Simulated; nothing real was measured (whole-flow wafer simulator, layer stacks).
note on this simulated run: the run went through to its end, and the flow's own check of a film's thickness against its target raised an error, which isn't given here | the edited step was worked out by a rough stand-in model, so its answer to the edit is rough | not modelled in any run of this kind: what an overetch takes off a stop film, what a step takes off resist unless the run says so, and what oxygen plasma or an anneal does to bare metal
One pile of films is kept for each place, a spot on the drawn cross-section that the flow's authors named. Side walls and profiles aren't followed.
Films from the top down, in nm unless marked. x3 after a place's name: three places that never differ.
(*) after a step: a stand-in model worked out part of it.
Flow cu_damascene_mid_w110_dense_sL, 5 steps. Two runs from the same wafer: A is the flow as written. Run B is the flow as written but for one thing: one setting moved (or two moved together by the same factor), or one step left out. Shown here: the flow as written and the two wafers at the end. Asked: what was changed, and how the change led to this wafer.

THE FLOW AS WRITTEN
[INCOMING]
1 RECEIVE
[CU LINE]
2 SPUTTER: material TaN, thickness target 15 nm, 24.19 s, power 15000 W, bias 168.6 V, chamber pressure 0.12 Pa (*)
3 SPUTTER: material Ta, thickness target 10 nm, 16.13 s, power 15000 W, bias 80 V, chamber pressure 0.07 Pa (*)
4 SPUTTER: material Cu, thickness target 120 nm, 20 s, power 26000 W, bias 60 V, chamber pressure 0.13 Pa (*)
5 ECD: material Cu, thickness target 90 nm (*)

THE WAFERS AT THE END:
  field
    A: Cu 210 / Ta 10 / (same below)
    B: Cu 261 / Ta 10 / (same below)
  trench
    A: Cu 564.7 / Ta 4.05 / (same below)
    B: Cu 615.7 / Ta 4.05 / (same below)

The cause: step 4, SPUTTER: thickness target 171 nm was run, where the flow has thickness target 120 nm; step 4, SPUTTER: 28.5 s was run, where the flow has 20 s.

How the change led to this, step by step:
  4 SPUTTER: material Cu, thickness target 120 nm, 20 s, power 26000 W, bias 60 V, chamber pressure 0.13 Pa (*)
      field: A Cu +120 (new film) | B Cu +171 (new film)
      trench: A Cu +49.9 (new film) | B Cu +71.2 (new film)
  5 ECD: material Cu, thickness target 90 nm (*)
      trench: A Cu +514.8 | B Cu +544.6
